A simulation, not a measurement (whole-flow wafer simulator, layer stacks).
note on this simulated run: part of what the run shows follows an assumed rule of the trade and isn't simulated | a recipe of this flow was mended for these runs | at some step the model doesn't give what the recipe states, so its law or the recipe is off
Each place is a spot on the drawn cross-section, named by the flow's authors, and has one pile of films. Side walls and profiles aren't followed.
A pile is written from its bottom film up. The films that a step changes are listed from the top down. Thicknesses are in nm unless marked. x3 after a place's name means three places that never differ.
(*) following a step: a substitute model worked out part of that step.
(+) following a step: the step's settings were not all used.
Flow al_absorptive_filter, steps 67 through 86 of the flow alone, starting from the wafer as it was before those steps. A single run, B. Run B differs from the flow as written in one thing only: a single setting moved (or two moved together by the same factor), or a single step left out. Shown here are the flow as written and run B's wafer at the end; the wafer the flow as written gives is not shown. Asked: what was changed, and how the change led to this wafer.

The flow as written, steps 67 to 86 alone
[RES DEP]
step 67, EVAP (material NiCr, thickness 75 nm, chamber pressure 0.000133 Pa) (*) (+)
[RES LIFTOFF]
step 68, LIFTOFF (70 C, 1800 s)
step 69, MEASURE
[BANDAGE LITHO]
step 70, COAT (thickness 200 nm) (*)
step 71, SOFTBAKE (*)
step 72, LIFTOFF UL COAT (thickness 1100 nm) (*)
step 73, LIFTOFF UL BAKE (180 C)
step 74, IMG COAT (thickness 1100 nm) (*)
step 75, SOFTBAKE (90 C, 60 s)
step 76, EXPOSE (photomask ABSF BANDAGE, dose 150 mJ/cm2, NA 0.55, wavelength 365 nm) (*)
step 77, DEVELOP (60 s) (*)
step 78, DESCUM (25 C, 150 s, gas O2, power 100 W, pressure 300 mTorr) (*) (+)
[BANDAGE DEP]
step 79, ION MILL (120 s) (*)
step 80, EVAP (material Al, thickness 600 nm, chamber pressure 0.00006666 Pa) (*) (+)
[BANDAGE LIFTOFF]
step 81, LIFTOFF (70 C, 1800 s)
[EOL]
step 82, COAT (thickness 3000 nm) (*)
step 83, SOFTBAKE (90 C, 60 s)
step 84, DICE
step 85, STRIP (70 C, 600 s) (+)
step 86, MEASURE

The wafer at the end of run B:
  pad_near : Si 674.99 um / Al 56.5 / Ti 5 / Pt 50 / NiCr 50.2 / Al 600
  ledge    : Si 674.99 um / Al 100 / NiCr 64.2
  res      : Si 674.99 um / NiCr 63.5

The reason: step 67, EVAP: thickness 64.2 nm was run, whereas the flow has thickness 75 nm.
The wafer itself shows it: ledge has NiCr 64.2, and step 67 as written asks for 75 nm.

Step by step, how the change led to this:
  step 67, EVAP (material NiCr, thickness 75 nm, chamber pressure 0.000133 Pa) (*) (+)
      gnd, pad_far, ledge and 9 more: +64.2 NiCr (new film) (it would be, as written: +75 NiCr (new film))
      pad_near, res: +63.5 NiCr (new film) (it would be, as written: +74.2 NiCr (new film))
  step 68, LIFTOFF (70 C, 1800 s)
      xa_field, xl_land, idc_field: -64.2 NiCr (all of it), -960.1 i-line-resist (all of it), -1100 lift-off-underlayer (all of it), -200 acrylic-e-beam-resist (all of it) (it would be, as written: -75 NiCr (all of it), -960.1 i-line-resist (all of it), -1100 lift-off-underlayer (all of it), -200 acrylic-e-beam-resist (all of it))
      gnd: -64.2 NiCr (all of it), -959.5 i-line-resist (all of it), -1100.9 lift-off-underlayer (all of it), -200.6 acrylic-e-beam-resist (all of it) (it would be, as written: -75 NiCr (all of it), -959.5 i-line-resist (all of it), -1100.9 lift-off-underlayer (all of it), -200.6 acrylic-e-beam-resist (all of it))
      (also at 7 further places)
  step 83, SOFTBAKE (90 C, 60 s)
      gnd: +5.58 i-line-resist (it would be, as written: +6.13 i-line-resist)
      ledge: -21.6 i-line-resist (it would be, as written: -22.2 i-line-resist)
      (also at 1 further place)
